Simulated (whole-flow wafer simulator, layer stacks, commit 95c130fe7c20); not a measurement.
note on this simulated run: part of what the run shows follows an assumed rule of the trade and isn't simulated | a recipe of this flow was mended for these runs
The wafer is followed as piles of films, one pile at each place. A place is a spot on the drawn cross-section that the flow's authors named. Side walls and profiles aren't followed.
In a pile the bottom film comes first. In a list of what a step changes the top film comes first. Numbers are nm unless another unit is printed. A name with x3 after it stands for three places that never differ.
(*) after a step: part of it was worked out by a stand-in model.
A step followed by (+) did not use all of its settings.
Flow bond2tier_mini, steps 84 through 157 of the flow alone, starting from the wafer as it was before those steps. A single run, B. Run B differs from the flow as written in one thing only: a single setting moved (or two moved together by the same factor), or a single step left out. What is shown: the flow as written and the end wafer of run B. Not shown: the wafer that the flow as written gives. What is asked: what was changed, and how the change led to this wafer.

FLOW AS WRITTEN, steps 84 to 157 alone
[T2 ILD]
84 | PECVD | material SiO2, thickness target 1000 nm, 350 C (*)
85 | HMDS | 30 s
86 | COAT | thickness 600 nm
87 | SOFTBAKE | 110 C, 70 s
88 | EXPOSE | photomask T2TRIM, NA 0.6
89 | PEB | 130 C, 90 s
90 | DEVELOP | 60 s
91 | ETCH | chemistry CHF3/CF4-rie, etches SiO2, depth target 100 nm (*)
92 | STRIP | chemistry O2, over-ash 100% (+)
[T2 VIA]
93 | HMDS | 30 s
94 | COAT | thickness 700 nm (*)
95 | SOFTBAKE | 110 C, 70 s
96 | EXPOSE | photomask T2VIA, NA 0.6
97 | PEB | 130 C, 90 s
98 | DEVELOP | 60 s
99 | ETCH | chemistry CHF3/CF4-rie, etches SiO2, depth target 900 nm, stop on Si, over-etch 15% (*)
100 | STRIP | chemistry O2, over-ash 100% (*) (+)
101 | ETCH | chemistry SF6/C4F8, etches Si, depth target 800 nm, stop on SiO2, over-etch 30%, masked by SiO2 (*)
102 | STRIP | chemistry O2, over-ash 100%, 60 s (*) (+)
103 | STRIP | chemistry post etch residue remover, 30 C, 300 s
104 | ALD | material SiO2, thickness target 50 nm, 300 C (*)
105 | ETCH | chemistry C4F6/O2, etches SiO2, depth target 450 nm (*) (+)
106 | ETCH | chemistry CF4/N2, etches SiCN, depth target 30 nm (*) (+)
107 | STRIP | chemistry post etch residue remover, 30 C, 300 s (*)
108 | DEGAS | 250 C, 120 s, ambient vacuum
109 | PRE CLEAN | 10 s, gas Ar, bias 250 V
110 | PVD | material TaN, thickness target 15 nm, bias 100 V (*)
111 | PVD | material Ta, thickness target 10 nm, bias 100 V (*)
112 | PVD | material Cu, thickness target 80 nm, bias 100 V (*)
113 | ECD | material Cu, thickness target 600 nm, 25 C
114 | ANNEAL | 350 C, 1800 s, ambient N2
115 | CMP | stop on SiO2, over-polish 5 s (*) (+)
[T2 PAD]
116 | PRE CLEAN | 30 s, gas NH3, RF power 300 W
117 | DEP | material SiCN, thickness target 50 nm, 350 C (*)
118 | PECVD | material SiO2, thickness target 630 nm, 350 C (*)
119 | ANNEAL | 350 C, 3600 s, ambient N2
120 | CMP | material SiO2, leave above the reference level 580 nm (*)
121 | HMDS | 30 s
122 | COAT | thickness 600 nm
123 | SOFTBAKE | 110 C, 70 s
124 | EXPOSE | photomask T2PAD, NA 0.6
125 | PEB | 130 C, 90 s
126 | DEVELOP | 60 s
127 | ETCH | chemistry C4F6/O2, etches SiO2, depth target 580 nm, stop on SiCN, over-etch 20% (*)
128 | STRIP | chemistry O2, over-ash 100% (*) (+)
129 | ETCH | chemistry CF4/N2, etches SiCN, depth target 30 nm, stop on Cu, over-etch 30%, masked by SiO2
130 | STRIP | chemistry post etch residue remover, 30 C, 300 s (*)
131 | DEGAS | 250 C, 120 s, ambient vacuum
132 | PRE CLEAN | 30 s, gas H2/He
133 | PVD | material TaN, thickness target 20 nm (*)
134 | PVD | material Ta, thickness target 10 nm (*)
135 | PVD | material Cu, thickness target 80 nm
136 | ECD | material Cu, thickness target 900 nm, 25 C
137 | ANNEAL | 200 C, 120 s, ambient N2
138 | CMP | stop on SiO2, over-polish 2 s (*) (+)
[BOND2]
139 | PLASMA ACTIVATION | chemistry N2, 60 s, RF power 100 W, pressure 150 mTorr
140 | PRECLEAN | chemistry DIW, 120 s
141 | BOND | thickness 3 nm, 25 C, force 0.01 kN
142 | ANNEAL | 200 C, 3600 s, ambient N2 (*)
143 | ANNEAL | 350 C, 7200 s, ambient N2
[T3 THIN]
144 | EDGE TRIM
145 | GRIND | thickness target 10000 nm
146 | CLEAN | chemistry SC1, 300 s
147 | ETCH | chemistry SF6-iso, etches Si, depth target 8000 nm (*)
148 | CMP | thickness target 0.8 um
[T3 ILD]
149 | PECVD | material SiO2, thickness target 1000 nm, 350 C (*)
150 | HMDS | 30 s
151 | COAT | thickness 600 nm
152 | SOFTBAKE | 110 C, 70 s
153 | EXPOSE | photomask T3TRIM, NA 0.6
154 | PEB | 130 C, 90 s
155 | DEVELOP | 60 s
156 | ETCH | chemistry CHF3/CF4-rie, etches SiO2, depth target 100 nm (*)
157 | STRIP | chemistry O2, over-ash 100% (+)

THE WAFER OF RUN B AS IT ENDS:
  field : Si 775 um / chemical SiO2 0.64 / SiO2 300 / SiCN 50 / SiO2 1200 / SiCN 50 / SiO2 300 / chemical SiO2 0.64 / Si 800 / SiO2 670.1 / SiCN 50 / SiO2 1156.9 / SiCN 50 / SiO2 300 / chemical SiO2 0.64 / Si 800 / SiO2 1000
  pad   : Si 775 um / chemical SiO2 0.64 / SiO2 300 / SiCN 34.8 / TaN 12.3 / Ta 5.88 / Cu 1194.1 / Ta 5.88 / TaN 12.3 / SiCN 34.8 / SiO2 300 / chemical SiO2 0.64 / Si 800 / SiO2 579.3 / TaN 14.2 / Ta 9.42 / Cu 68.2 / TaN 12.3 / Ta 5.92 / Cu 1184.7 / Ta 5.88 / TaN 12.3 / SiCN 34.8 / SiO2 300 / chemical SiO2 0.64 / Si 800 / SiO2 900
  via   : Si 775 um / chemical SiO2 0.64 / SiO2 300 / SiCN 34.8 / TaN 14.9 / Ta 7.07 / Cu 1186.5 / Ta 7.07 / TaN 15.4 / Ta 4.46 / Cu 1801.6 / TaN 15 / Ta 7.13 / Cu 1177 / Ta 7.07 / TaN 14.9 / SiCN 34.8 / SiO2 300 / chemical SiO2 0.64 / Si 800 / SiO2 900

The reason: step 84, PECVD: thickness target 1113 nm was run, while the flow as written has thickness target 1000 nm.

The path from the change to this, step by step:
  84 | PECVD | material SiO2, thickness target 1000 nm, 350 C (*)
      field, pad, via: +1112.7 SiO2 (new film) (it would be, as written: +1000 SiO2 (new film))
  99 | ETCH | chemistry CHF3/CF4-rie, etches SiO2, depth target 900 nm, stop on Si, over-etch 15% (*)
      via: -1012.7 SiO2 (all of it), -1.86 Si (it would be, as written: -900 SiO2 (all of it), -11.2 Si)
  112 | PVD | material Cu, thickness target 80 nm, bias 100 V (*)
      via: +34 Cu (new film) (it would be, as written: +35 Cu (new film))
  113 | ECD | material Cu, thickness target 600 nm, 25 C
      via: +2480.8 Cu (it would be, as written: +2367 Cu)
